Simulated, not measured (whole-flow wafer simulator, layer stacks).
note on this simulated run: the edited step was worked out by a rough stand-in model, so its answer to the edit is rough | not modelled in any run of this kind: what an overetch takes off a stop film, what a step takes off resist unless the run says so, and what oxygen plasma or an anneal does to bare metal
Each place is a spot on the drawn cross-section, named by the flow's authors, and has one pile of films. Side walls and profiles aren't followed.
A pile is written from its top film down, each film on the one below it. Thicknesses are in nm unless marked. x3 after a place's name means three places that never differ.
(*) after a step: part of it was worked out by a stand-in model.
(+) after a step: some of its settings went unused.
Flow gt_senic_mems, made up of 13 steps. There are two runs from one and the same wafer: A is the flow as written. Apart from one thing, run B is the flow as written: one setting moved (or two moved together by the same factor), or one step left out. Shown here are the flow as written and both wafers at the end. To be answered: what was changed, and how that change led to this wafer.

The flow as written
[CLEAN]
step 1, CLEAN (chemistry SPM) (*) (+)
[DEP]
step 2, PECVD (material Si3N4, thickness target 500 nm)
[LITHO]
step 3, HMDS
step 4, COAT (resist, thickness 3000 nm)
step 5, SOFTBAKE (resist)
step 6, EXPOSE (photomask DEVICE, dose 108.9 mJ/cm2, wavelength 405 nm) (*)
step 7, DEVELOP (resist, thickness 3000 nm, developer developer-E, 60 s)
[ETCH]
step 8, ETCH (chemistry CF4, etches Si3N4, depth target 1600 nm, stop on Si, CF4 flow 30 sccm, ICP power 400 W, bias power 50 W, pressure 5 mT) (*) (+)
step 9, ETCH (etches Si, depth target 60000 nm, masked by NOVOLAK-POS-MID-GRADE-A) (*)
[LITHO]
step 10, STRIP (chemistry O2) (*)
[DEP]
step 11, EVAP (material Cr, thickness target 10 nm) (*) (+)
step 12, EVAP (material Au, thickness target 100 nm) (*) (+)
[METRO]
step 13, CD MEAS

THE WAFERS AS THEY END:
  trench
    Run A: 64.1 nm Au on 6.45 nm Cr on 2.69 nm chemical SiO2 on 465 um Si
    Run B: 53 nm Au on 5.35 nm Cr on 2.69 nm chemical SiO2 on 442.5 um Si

Cause: step 9, ETCH: depth target 82500 nm was run, though the flow has depth target 60000 nm.

How this came from the change, step by step:
  step 9, ETCH (etches Si, depth target 60000 nm, masked by NOVOLAK-POS-MID-GRADE-A) (*)
      field: A -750 resist | B -1031.2 resist
      trench: A -60 um Si | B -82.5 um Si
  step 10, STRIP (chemistry O2) (*)
      field: A -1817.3 resist (all of it) | B -1536.1 resist (all of it)
  step 11, EVAP (material Cr, thickness target 10 nm) (*) (+)
      trench: A +6.45 Cr (new film) | B +5.35 Cr (new film)
  step 12, EVAP (material Au, thickness target 100 nm) (*) (+)
      trench: A +64.1 Au (new film) | B +53 Au (new film)
